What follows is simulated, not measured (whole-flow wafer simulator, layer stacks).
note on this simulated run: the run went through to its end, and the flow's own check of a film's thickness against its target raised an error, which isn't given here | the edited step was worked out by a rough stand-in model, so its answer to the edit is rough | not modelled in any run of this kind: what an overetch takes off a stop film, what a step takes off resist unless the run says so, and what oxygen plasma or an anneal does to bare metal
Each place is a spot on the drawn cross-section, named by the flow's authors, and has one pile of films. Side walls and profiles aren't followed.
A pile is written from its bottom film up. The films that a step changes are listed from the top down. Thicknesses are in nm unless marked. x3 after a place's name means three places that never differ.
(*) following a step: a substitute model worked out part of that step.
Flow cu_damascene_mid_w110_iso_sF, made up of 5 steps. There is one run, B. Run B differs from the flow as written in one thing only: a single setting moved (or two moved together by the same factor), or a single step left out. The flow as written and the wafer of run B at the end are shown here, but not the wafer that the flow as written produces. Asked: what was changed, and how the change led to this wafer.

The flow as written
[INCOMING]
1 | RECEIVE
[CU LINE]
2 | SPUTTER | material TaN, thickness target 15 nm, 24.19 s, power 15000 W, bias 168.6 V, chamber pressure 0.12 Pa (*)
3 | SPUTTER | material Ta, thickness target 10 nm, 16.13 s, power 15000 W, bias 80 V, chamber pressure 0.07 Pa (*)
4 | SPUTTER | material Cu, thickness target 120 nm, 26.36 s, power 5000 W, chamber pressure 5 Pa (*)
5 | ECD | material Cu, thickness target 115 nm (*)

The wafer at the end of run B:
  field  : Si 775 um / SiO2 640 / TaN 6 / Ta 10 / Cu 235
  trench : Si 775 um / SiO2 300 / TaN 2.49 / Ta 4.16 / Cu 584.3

The reason: step 2, SPUTTER: thickness target 6 nm was run, whereas the flow has thickness target 15 nm; step 2, SPUTTER: 9.68 s was run, where the flow has 24.19 s.
One can read it off the wafer: field has TaN 6, and step 2 as written asks for 15 nm.

Step by step, how the change led to this:
  2 | SPUTTER | material TaN, thickness target 15 nm, 24.19 s, power 15000 W, bias 168.6 V, chamber pressure 0.12 Pa (*)
      field: TaN gains 6 (new film) (as written it would have been: TaN gains 15 (new film))
      trench: TaN gains 2.49 (new film) (as written it would have been: TaN gains 6.23 (new film))
  4 | SPUTTER | material Cu, thickness target 120 nm, 26.36 s, power 5000 W, chamber pressure 5 Pa (*)
      trench: Cu gains 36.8 (new film) (as written it would have been: Cu gains 35.7 (new film))
